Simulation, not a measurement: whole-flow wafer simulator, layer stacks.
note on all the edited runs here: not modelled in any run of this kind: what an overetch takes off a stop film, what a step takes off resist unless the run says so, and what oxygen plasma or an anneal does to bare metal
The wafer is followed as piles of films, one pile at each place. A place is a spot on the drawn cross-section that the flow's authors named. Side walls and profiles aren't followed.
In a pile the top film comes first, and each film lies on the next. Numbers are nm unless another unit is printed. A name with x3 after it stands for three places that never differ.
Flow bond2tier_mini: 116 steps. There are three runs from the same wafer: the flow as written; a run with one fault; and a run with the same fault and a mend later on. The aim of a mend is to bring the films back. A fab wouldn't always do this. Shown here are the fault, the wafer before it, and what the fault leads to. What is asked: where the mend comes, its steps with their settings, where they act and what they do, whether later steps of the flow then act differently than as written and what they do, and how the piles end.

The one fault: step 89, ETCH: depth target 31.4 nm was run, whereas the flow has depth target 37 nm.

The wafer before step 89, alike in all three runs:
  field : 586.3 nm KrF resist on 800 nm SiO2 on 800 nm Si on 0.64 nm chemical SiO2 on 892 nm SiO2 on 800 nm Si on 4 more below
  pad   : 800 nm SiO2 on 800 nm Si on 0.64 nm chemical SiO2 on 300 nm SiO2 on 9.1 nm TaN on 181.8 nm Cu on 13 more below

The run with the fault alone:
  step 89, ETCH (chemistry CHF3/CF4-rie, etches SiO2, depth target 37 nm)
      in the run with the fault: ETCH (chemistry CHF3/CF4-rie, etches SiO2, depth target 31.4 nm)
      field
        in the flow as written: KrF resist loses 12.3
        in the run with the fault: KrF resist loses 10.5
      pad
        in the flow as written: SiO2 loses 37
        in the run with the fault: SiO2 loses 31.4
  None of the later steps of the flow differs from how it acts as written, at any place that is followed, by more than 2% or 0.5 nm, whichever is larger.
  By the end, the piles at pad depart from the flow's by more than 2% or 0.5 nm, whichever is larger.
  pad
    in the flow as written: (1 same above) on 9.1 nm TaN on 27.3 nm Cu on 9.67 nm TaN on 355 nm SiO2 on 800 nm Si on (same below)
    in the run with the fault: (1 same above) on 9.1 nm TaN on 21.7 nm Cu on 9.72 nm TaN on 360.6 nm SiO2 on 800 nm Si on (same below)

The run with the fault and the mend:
  The mend follows step 89.
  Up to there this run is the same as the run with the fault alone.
  step 89a, ETCH (chemistry CHF3/CF4-rie, etches SiO2, depth target 5.6 nm) (the flow's step 89, run once more with other settings)
      field
        KrF resist loses 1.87
      pad
        SiO2 loses 5.6
  None of the later steps of the flow acts differently than as written at any place that is followed.
  By the end, the piles equal the flow's at every place that both follow.
